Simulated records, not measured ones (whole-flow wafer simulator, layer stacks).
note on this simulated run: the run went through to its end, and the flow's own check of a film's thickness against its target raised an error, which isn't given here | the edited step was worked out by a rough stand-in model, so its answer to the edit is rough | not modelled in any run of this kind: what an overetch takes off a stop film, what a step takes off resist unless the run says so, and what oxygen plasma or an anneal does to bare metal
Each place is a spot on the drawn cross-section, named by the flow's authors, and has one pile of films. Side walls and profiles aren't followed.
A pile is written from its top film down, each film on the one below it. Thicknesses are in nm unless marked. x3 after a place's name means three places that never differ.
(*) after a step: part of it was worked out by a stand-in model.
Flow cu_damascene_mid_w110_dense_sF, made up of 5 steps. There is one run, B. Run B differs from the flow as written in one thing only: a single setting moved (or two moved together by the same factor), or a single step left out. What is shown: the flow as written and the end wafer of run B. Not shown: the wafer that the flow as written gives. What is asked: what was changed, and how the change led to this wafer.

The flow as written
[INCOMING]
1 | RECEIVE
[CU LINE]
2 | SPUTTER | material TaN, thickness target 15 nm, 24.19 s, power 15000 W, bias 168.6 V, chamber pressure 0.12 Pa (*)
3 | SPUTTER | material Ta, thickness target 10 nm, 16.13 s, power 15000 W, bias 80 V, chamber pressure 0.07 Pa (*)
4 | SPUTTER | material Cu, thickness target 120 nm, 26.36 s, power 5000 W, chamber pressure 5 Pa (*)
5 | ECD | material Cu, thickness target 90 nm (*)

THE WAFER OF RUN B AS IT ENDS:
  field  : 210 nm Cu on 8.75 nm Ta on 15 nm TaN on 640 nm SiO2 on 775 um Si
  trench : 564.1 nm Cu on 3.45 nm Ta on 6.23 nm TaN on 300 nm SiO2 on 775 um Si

What caused this: step 3, SPUTTER: power 13120 W was run, while the flow as written has power 15000 W.

How this came from the change, step by step:
  3 | SPUTTER | material Ta, thickness target 10 nm, 16.13 s, power 15000 W, bias 80 V, chamber pressure 0.07 Pa (*)
      field: Ta gains 8.75 (new film) (in the flow as written it would be: Ta gains 10 (new film))
      trench: Ta gains 3.45 (new film) (in the flow as written it would be: Ta gains 4.05 (new film))
